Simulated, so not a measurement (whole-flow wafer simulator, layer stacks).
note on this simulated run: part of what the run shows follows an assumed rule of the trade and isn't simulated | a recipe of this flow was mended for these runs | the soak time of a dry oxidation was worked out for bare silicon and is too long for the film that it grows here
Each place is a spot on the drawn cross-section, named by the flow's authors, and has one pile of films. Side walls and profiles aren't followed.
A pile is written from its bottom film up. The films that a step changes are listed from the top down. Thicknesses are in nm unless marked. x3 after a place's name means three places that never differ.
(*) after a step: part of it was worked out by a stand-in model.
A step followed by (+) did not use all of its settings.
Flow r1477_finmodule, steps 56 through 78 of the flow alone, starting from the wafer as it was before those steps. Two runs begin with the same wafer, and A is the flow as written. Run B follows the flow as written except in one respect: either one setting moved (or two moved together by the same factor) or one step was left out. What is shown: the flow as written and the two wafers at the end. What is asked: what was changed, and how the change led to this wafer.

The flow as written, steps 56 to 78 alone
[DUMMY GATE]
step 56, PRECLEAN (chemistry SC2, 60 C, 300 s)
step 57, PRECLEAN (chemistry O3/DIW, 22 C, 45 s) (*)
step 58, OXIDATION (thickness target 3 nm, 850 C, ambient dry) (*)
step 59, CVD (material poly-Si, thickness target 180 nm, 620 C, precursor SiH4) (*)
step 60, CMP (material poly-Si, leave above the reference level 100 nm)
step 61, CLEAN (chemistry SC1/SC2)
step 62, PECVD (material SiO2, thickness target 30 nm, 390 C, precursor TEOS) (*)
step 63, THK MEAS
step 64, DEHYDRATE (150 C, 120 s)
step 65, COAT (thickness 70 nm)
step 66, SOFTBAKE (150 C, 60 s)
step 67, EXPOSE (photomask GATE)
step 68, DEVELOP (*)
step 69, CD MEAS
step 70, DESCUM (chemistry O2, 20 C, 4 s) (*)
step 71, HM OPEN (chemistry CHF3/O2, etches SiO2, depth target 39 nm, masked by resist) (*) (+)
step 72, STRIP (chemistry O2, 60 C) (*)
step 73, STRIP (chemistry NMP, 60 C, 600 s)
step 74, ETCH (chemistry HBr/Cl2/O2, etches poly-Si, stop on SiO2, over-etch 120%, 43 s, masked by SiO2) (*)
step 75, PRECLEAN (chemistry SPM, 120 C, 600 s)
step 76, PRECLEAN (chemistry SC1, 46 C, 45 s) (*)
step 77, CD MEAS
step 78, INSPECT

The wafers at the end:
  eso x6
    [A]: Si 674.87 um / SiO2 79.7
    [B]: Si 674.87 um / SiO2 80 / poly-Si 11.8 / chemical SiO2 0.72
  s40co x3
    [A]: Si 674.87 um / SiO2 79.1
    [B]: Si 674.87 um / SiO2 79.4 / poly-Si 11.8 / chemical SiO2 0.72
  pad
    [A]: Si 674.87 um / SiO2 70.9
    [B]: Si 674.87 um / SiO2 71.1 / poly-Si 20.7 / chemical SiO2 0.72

Cause: step 74, ETCH: over-etch 55% was run, while the flow as written has over-etch 120%.

The path from the change to this, step by step:
  step 74, ETCH (chemistry HBr/Cl2/O2, etches poly-Si, stop on SiO2, over-etch 120%, 43 s, masked by SiO2) (*)
      eso x6, e200so, s40co x3: A chemical SiO2 loses 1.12 (all of it), poly-Si loses 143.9 (all of it), SiO2 loses 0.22 | B chemical SiO2 loses 1.12 (all of it), poly-Si loses 131.8
      pad: A chemical SiO2 loses 1.12 (all of it), poly-Si loses 152.8 (all of it), SiO2 loses 0.17 | B chemical SiO2 loses 1.12 (all of it), poly-Si loses 131.8
  step 75, PRECLEAN (chemistry SPM, 120 C, 600 s)
      pad, eso x6, e200so, s40co x3: A nothing | B chemical SiO2 gains 0.8 (new film), poly-Si loses 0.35
